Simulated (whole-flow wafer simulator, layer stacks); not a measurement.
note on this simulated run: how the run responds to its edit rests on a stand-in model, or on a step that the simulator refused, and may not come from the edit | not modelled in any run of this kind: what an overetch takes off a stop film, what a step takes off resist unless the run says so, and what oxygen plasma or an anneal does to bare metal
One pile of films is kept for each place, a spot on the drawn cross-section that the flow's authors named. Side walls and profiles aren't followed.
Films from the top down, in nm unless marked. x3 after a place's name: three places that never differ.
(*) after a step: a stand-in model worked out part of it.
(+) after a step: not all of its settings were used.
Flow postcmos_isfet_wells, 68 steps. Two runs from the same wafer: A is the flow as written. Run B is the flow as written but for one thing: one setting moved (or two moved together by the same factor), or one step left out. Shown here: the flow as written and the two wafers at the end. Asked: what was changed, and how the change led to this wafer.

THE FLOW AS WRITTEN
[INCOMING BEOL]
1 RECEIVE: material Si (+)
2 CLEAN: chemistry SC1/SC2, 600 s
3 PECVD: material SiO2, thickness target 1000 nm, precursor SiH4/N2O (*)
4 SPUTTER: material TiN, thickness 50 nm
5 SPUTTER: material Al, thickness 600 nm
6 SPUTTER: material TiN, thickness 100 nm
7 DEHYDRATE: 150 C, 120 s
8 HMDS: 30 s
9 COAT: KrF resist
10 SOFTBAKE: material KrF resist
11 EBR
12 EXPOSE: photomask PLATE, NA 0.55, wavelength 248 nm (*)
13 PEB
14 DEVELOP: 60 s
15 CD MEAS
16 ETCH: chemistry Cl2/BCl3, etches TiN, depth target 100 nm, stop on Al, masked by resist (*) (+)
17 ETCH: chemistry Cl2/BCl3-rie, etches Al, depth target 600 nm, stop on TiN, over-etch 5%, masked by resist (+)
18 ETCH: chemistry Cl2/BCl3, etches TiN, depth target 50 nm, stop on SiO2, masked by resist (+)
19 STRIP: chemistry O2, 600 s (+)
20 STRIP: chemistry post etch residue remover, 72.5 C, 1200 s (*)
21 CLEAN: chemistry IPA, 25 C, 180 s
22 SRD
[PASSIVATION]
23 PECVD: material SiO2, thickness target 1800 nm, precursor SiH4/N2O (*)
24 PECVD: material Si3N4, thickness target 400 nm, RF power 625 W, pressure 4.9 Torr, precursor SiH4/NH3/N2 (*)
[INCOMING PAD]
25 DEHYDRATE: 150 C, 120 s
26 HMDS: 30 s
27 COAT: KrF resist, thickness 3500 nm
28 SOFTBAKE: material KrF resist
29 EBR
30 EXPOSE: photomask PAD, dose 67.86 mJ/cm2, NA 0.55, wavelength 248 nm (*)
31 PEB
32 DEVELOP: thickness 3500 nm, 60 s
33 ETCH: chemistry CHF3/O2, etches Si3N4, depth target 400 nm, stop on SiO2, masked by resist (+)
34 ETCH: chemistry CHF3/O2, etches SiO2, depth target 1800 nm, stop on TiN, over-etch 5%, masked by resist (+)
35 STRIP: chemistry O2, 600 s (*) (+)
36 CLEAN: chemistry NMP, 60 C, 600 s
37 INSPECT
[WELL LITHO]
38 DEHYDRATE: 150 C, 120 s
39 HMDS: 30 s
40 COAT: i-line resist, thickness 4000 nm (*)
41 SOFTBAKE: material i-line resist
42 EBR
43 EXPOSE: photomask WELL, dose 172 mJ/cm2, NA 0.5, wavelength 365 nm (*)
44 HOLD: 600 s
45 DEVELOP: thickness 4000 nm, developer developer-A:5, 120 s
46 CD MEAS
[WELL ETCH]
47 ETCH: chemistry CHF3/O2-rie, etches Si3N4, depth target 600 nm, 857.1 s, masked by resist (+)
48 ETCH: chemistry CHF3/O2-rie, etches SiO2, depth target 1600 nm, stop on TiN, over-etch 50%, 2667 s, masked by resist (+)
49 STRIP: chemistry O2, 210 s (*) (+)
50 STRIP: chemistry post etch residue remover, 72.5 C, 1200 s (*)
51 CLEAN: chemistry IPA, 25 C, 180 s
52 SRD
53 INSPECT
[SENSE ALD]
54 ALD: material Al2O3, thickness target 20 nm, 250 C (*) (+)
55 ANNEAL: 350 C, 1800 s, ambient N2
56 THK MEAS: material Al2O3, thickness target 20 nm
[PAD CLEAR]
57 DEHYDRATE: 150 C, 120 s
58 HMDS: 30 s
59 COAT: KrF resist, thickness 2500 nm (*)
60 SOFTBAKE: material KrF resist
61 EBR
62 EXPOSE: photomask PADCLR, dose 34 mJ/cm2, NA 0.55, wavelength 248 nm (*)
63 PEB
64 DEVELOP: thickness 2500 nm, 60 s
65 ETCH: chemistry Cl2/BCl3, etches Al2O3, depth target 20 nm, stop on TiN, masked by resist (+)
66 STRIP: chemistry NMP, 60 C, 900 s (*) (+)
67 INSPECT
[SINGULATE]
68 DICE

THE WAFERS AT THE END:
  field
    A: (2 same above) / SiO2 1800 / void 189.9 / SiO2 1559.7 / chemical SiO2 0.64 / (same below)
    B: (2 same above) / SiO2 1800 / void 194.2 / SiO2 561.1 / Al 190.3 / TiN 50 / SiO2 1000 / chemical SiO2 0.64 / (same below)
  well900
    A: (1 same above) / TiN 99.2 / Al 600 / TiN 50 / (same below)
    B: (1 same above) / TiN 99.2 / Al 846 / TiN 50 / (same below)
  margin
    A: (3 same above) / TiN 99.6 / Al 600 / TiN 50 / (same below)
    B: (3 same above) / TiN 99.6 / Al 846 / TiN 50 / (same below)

The cause: step 5, SPUTTER: thickness 846 nm was run, where the flow has thickness 600 nm.
It can be read off the wafer: well900 has Al 846, and step 5 as written asks for 600 nm.

How the change led to this, step by step:
  5 SPUTTER: material Al, thickness 600 nm
      field, margin, well900, well1300 x3, pad_rim, pad_clr, pad_open: A Al +600 (new film) | B Al +846 (new film)
  17 ETCH: chemistry Cl2/BCl3-rie, etches Al, depth target 600 nm, stop on TiN, over-etch 5%, masked by resist (+)
      field: A Al -600 (all of it) | B Al -600
  18 ETCH: chemistry Cl2/BCl3, etches TiN, depth target 50 nm, stop on SiO2, masked by resist (+)
      field: A TiN -50 (all of it) | B Al -50
  20 STRIP: chemistry post etch residue remover, 72.5 C, 1200 s (*)
      field: A nothing | B Al -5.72
  23 PECVD: material SiO2, thickness target 1800 nm, precursor SiH4/N2O (*)
      field: A SiO2 +1800 (new film), void +189.9 (new film), SiO2 +559.7 | B SiO2 +1800 (new film), void +194.2 (new film), SiO2 +561.1 (new film)
Counting metal films that touch as one body, field has 1 body; the flow as written gives 0 bodies.
